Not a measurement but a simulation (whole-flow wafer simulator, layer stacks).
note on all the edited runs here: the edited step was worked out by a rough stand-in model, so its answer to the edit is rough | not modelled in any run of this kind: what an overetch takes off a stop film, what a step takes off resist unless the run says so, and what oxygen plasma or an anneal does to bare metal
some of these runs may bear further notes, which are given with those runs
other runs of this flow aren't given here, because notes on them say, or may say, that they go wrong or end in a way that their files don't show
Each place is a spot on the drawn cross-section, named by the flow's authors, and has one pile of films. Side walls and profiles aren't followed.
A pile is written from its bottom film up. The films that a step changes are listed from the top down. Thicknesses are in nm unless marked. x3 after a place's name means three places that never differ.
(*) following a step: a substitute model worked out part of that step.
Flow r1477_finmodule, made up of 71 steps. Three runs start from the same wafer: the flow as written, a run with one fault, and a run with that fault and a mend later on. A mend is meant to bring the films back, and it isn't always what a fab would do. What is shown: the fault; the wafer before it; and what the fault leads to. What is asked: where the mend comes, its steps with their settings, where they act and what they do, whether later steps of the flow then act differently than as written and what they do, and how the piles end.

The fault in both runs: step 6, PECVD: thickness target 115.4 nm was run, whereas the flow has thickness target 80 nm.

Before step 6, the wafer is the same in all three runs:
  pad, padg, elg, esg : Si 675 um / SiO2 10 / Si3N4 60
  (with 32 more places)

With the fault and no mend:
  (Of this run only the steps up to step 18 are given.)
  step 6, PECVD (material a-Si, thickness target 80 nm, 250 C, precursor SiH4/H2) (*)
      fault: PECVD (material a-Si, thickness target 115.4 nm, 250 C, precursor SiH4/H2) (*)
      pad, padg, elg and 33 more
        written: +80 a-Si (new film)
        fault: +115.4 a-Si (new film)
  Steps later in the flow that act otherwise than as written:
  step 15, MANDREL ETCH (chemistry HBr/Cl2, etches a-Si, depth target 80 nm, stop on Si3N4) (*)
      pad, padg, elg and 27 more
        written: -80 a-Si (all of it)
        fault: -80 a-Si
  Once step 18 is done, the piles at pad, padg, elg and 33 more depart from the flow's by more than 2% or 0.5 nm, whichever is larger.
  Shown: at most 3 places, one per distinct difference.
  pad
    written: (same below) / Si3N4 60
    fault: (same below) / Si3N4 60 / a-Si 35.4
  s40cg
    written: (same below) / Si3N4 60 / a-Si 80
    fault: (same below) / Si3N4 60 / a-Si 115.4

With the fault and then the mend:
  The mend follows step 7.
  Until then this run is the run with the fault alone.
  step 7a, ETCH (chemistry tmah, depth target 132.7 nm)
      pad, padg, elg and 33 more
        -115.4 a-Si (all of it)
  step 7b, PECVD (material a-Si, thickness target 80 nm, 250 C, precursor SiH4/H2) (*) (the flow's step 6, run once more)
      pad, padg, elg and 33 more
        +80 a-Si (new film)
  Later steps of the flow that are run all act as written at every place that is followed.
  The piles end the same as the flow's at every place that both follow.
